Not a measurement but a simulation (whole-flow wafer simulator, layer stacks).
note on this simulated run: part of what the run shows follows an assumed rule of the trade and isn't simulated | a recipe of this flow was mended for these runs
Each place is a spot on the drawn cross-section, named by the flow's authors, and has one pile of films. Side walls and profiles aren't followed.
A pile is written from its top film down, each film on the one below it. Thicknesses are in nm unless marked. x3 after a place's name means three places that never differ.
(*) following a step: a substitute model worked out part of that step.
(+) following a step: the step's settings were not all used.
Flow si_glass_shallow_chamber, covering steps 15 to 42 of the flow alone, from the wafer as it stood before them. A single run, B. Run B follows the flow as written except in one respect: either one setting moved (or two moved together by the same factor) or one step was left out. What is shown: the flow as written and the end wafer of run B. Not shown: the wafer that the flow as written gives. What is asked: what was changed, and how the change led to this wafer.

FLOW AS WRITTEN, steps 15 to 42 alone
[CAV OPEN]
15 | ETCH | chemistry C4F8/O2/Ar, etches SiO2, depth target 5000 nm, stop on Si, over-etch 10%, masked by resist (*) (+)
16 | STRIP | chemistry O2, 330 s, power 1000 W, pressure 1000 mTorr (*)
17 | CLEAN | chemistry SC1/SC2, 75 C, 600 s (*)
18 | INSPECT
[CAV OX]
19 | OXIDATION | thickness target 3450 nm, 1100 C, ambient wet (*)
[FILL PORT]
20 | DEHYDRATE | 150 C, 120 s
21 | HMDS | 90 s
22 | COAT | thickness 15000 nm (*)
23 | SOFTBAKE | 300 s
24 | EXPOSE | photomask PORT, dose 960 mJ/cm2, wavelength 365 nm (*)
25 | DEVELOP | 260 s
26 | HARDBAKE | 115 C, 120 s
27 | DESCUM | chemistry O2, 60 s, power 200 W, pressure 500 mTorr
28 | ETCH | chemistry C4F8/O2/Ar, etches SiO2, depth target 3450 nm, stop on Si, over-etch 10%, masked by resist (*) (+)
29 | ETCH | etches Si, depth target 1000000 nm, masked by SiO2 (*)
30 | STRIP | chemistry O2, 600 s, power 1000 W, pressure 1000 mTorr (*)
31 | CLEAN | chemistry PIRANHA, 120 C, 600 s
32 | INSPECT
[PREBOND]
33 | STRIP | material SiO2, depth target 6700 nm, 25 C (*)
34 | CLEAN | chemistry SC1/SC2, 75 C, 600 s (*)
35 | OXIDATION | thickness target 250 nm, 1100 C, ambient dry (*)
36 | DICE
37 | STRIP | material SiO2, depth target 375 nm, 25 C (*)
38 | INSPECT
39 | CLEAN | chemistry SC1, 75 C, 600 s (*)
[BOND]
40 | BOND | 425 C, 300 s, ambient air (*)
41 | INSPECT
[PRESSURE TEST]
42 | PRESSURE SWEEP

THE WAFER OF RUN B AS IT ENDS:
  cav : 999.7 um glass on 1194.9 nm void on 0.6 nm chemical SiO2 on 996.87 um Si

What caused this: step 15, ETCH: depth target 5720 nm was run, whereas the flow has depth target 5000 nm.

How this came from the change, step by step:
  15 | ETCH | chemistry C4F8/O2/Ar, etches SiO2, depth target 5000 nm, stop on Si, over-etch 10%, masked by resist (*) (+)
      cav, port: -5000 SiO2 (all of it), -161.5 Si (in the flow as written it would be: -5000 SiO2 (all of it), -62.5 Si)
  22 | COAT | thickness 15000 nm (*)
      rim: +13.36 um thick-i-line-resist (new film) (in the flow as written it would be: +13.4 um thick-i-line-resist (new film))
      ramp: +12.84 um thick-i-line-resist (new film) (in the flow as written it would be: +12.89 um thick-i-line-resist (new film))
      (also at 3 further places)
  23 | SOFTBAKE | 300 s
      rim: -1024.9 thick-i-line-resist (in the flow as written it would be: -997 thick-i-line-resist)
      ramp: -501.9 thick-i-line-resist (in the flow as written it would be: -487.1 thick-i-line-resist)
      (also at 4 further places)
  25 | DEVELOP | 260 s
      port: -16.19 um thick-i-line-resist (all of it) (in the flow as written it would be: -16.16 um thick-i-line-resist (all of it))
  29 | ETCH | etches Si, depth target 1000000 nm, masked by SiO2 (*)
      rim, ramp: -11.41 um thick-i-line-resist (all of it), -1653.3 SiO2 (in the flow as written it would be: -11.47 um thick-i-line-resist (all of it), -1617.3 SiO2)
      port: +996.95 um hole (new film), -996.95 um Si (all of it) (in the flow as written it would be: +997.05 um hole (new film), -997.05 um Si (all of it))
      (also at 1 further place)
  30 | STRIP | chemistry O2, 600 s, power 1000 W, pressure 1000 mTorr (*)
      cav: -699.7 thick-i-line-resist (all of it) (in the flow as written it would be: -669.6 thick-i-line-resist (all of it))
  40 | BOND | 425 C, 300 s, ambient air (*)
      cav: +999.7 um glass (new film), +1194.9 void (new film) (in the flow as written it would be: +999.7 um glass (new film), +1095.9 void (new film))
      port: +999.7 um glass (new film), +1116.3 hole (in the flow as written it would be: +999.7 um glass (new film), +1017.3 hole)
